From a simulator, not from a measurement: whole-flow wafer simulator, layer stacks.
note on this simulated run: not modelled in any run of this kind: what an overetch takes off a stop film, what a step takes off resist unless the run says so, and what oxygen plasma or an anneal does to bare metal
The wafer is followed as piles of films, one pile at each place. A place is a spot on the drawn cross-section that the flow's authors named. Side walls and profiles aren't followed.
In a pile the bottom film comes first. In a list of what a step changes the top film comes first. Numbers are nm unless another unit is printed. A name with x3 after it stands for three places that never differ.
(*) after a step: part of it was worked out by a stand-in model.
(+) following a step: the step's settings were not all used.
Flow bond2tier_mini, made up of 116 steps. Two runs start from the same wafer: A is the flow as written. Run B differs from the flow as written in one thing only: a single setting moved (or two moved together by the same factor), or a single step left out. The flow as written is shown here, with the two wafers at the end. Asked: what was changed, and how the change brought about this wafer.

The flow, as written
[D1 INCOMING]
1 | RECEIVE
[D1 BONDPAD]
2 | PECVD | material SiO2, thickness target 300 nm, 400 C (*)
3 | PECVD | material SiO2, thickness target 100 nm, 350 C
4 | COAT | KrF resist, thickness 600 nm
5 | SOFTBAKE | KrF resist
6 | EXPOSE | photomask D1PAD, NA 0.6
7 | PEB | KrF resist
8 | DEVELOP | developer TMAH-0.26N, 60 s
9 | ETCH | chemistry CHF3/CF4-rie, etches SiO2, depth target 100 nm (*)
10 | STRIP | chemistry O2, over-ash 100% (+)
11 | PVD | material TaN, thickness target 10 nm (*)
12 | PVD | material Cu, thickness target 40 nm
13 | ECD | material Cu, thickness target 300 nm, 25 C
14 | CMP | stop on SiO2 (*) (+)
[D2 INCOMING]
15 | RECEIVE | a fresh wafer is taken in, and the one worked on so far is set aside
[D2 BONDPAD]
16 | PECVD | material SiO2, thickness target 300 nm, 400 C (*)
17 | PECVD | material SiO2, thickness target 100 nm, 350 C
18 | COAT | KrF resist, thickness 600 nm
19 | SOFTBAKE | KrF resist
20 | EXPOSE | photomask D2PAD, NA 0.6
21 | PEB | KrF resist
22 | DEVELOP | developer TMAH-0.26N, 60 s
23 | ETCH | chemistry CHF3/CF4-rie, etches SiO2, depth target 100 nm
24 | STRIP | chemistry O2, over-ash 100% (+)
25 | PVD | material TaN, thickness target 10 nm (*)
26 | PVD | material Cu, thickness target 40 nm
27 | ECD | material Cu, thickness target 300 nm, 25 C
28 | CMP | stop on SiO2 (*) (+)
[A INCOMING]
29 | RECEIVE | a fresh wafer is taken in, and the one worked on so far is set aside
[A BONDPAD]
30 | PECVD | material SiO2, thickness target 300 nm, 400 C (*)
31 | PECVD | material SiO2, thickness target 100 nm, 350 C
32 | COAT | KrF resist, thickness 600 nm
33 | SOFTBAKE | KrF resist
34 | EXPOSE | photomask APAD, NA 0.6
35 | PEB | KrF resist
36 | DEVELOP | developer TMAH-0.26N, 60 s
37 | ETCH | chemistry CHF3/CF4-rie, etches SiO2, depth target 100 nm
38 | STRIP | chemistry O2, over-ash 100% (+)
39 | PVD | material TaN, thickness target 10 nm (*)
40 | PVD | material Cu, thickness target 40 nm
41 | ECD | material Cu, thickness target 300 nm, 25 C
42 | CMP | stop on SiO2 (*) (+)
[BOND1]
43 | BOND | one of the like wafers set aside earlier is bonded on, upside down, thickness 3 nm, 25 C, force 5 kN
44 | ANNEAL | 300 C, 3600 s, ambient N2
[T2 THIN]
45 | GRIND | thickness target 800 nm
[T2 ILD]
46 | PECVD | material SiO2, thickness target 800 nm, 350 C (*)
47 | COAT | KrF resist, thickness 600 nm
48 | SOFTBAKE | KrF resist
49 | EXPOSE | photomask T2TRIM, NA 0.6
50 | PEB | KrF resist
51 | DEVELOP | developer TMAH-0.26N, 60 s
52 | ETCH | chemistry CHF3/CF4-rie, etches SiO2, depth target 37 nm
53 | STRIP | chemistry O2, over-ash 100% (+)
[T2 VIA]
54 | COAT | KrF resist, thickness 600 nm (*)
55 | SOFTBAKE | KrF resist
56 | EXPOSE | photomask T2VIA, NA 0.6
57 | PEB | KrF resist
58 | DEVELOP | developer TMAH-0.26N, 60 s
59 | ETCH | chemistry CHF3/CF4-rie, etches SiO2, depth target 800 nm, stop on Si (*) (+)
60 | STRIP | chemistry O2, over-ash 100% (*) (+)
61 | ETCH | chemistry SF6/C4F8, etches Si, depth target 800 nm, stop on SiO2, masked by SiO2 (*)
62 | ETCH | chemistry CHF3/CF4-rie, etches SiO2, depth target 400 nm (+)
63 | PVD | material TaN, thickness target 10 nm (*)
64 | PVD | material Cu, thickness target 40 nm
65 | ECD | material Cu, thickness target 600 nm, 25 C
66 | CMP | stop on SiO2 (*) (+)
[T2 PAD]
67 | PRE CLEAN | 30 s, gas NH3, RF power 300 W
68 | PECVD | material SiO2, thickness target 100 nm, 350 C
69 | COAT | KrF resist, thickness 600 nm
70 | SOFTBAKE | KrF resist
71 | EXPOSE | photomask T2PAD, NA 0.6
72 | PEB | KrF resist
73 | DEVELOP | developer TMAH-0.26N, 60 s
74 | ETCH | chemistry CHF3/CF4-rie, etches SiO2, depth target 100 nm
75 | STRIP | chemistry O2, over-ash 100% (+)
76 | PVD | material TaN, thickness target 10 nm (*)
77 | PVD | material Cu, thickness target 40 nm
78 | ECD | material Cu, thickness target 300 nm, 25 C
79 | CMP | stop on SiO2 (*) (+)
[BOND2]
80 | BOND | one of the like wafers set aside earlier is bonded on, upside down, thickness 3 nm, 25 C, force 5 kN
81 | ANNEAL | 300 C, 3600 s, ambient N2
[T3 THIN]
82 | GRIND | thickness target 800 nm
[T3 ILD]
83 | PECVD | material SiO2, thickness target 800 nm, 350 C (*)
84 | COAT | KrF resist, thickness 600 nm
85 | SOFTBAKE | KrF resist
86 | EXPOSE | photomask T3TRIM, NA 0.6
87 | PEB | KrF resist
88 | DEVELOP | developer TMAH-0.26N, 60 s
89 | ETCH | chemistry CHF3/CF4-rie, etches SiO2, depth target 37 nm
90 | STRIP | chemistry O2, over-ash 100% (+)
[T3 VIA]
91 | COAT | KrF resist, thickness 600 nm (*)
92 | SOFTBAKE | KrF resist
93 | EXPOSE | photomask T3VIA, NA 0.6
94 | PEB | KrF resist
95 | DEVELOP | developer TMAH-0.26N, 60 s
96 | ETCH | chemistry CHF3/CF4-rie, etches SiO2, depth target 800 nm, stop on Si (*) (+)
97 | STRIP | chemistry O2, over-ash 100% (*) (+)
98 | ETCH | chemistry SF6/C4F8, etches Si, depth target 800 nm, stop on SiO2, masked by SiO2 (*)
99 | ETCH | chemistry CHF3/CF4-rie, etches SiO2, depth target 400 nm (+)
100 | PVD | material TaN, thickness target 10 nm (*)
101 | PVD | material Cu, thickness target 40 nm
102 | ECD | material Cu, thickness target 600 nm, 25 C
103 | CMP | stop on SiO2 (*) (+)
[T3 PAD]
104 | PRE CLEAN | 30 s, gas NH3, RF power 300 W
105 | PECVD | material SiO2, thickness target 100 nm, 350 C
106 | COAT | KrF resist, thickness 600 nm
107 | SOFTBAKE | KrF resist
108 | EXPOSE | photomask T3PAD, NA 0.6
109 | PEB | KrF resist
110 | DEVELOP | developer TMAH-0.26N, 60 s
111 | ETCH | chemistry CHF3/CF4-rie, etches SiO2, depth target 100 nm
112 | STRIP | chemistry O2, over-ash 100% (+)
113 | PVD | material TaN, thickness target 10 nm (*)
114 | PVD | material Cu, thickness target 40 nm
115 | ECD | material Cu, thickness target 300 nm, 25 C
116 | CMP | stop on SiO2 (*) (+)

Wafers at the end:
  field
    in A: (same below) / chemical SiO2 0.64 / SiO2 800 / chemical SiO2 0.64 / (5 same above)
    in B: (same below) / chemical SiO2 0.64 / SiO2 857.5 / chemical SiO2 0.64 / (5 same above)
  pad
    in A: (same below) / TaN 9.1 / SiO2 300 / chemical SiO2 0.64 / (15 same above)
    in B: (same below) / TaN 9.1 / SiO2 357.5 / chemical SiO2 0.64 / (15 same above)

The reason: step 3, PECVD: thickness target 157.5 nm was run, though the flow has thickness target 100 nm.

Step by step, how the change led to this:
  3 | PECVD | material SiO2, thickness target 100 nm, 350 C
      field, pad, via: A SiO2 gains 100 | B SiO2 gains 157.5
  43 | BOND | one of the like wafers set aside earlier is bonded on, upside down, thickness 3 nm, 25 C, force 5 kN
      field: A Si gains 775 um (new film), chemical SiO2 gains 0.64 (new film), SiO2 gains 400 | B Si gains 775 um (new film), chemical SiO2 gains 0.64 (new film), SiO2 gains 457.5
      pad: A Si gains 775 um (new film), chemical SiO2 gains 0.64 (new film), SiO2 gains 300 (new film), TaN gains 9.1 (new film), Cu gains 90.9 | B Si gains 775 um (new film), chemical SiO2 gains 0.64 (new film), SiO2 gains 357.5 (new film), TaN gains 9.1 (new film), Cu gains 90.9
      (as well as at 1 more place)
